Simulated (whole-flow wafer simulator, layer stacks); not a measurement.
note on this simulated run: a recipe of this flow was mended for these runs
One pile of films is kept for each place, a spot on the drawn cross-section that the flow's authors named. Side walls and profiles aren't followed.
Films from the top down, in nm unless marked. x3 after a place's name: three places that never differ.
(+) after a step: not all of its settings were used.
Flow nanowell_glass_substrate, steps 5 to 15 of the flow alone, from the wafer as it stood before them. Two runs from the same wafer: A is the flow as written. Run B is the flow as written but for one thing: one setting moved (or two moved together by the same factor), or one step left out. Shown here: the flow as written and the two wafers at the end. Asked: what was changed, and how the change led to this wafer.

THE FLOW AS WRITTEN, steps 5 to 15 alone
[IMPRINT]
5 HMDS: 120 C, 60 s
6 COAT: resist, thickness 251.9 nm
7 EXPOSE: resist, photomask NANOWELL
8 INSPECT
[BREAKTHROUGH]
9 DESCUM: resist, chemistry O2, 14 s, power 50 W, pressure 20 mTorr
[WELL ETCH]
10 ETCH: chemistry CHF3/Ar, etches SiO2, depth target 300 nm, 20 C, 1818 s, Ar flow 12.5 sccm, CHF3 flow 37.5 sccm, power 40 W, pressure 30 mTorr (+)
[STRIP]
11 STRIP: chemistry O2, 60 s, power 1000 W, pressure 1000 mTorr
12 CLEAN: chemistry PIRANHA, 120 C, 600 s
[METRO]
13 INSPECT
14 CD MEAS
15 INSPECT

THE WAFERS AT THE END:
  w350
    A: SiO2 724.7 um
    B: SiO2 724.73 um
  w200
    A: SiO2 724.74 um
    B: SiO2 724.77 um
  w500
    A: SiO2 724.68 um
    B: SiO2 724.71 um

The cause: step 6, COAT: thickness 299.1 nm was run, where the flow has thickness 251.9 nm.

How the change led to this, step by step:
  6 COAT: resist, thickness 251.9 nm
      land, w350, w200, w500, w700: A resist +251.9 (new film) | B resist +299.1 (new film)
  7 EXPOSE: resist, photomask NANOWELL
      land: A resist +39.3 | B resist +35.1
  9 DESCUM: resist, chemistry O2, 14 s, power 50 W, pressure 20 mTorr
      w350, w200, w500, w700: A resist -18.2 (all of it) | B resist -34.9
  10 ETCH: chemistry CHF3/Ar, etches SiO2, depth target 300 nm, 20 C, 1818 s, Ar flow 12.5 sccm, CHF3 flow 37.5 sccm, power 40 W, pressure 30 mTorr (+)
      w350: A SiO2 -300 | B resist -26.3 (all of it), SiO2 -273.6
      w200: A SiO2 -260.5 | B resist -26.3 (all of it), SiO2 -233.4
      (and at 3 more places)
  11 STRIP: chemistry O2, 60 s, power 1000 W, pressure 1000 mTorr
      land: A resist -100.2 (all of it) | B resist -139.8 (all of it)
